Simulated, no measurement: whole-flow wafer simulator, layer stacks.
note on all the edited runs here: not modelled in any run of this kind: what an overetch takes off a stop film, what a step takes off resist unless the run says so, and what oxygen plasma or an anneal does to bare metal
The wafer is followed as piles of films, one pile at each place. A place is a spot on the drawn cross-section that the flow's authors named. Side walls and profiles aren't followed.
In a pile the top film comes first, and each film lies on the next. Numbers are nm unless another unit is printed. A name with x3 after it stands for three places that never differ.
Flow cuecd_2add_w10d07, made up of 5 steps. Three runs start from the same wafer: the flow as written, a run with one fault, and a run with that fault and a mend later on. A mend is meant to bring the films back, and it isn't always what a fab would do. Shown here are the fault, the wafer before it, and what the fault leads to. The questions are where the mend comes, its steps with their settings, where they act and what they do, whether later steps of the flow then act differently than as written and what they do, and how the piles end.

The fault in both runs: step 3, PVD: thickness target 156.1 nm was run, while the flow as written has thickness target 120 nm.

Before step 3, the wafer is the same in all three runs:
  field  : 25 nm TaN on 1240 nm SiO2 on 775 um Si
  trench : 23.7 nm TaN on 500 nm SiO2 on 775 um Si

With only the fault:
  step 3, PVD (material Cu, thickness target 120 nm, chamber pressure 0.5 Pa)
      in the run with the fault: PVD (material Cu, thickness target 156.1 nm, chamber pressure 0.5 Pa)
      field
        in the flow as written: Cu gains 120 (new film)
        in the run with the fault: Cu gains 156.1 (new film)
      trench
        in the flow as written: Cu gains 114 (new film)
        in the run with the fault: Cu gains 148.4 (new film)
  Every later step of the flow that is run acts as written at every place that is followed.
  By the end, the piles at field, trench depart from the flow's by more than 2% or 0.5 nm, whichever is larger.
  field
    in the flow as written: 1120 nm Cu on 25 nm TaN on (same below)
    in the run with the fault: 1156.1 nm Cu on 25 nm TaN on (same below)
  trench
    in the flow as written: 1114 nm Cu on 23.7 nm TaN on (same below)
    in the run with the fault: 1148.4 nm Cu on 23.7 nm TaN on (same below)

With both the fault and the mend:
  The mend follows step 3.
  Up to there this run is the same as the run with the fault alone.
  step 3a, ETCH (chemistry cu recess dil, depth target 179.6 nm)
      field
        Cu loses 156.1 (all of it)
      trench
        Cu loses 148.4 (all of it)
  step 3b, PVD (material Cu, thickness target 120 nm, chamber pressure 0.5 Pa) (a further turn of the flow's step 3)
      field
        Cu gains 120 (new film)
      trench
        Cu gains 114 (new film)
  Every later step of the flow that is run acts as written at every place that is followed.
  The piles end the same as the flow's at every place that both follow.
